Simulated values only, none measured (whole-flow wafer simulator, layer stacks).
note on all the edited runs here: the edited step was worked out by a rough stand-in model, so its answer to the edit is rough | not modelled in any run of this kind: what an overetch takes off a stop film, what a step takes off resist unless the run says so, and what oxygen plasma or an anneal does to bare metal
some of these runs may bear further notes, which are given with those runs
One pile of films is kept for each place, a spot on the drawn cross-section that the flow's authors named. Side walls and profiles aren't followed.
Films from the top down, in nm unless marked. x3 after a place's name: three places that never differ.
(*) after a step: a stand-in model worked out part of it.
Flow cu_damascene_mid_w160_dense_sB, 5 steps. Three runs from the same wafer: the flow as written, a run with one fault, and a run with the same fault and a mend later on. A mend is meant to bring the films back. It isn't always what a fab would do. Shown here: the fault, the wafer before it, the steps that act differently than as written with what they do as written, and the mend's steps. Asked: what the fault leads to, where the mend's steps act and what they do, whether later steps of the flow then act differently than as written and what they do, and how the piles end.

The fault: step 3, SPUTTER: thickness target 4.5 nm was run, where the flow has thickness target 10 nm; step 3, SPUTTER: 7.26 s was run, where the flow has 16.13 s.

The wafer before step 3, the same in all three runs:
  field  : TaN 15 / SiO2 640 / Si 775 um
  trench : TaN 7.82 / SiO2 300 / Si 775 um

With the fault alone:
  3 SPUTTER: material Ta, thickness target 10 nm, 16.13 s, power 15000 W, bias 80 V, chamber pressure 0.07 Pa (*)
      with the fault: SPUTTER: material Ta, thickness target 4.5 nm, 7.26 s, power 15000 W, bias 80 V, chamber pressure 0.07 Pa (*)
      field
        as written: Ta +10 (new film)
        with the fault: Ta +4.5 (new film)
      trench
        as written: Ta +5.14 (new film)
        with the fault: Ta +2.31 (new film)
  No later step of the flow acts differently than as written, at any place that is followed, by more than 2% or 0.5 nm, whichever is larger.
  At the end the piles differ from the flow's by more than 2% or 0.5 nm, whichever is larger, at field, trench.
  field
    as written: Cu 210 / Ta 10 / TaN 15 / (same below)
    with the fault: Cu 210 / Ta 4.5 / TaN 15 / (same below)
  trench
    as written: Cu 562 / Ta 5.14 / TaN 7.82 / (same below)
    with the fault: Cu 559.4 / Ta 2.31 / TaN 7.82 / (same below)

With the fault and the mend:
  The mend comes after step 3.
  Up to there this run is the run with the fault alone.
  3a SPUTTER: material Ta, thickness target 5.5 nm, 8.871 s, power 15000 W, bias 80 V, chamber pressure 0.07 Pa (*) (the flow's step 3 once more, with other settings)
      field
        Ta +5.5
      trench
        Ta +2.79
  No later step of the flow acts differently than as written, at any place that is followed, by more than 2% or 0.5 nm, whichever is larger.
  At the end the piles differ from the flow's only slightly at the places that both follow, by at most 2% or 0.5 nm, whichever is larger.
